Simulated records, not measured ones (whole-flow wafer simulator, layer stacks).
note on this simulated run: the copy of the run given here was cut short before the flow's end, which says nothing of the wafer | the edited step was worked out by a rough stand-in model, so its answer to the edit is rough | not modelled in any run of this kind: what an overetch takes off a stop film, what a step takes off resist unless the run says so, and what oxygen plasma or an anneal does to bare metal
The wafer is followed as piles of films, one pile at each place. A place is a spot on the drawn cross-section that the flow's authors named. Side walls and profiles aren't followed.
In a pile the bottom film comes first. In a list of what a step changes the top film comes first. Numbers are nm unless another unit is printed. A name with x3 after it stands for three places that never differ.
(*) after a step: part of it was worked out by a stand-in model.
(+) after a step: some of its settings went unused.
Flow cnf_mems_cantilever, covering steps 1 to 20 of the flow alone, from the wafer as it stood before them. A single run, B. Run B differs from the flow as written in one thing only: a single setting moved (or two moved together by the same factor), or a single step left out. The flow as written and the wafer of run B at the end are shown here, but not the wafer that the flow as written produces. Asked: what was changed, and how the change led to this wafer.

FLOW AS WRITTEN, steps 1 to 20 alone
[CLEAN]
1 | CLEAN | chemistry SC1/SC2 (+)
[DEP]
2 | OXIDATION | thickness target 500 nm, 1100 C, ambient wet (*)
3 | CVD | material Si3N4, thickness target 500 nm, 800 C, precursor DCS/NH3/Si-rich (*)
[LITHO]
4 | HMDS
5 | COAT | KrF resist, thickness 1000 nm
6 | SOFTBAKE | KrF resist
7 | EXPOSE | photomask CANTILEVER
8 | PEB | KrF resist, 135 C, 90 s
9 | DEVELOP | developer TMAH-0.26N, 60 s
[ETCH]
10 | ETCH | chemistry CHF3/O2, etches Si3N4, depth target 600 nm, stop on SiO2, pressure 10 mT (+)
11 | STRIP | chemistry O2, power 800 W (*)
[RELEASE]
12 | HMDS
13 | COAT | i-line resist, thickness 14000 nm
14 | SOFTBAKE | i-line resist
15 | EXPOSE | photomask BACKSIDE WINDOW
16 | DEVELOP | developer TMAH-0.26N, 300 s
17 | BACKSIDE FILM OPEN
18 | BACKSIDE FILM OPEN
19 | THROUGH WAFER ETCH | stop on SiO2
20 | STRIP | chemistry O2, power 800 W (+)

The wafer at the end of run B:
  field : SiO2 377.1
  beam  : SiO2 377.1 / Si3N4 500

The reason: step 2, OXIDATION: 1045 C was run, while the flow as written has 1100 C.

Step by step, how the change led to this:
  2 | OXIDATION | thickness target 500 nm, 1100 C, ambient wet (*)
      field, beam: SiO2 gains 377.1 (new film), chemical SiO2 loses 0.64 (all of it), Si loses 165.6 (it would be, as written: SiO2 gains 500 (new film), chemical SiO2 loses 0.64 (all of it), Si loses 219.7)
  19 | THROUGH WAFER ETCH | stop on SiO2
      field: under 1 film: Si loses 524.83 um (all of it) (it would be, as written: under 1 film: Si loses 524.78 um (all of it))
      beam: under 2 films: Si loses 524.83 um (all of it) (it would be, as written: under 2 films: Si loses 524.78 um (all of it))
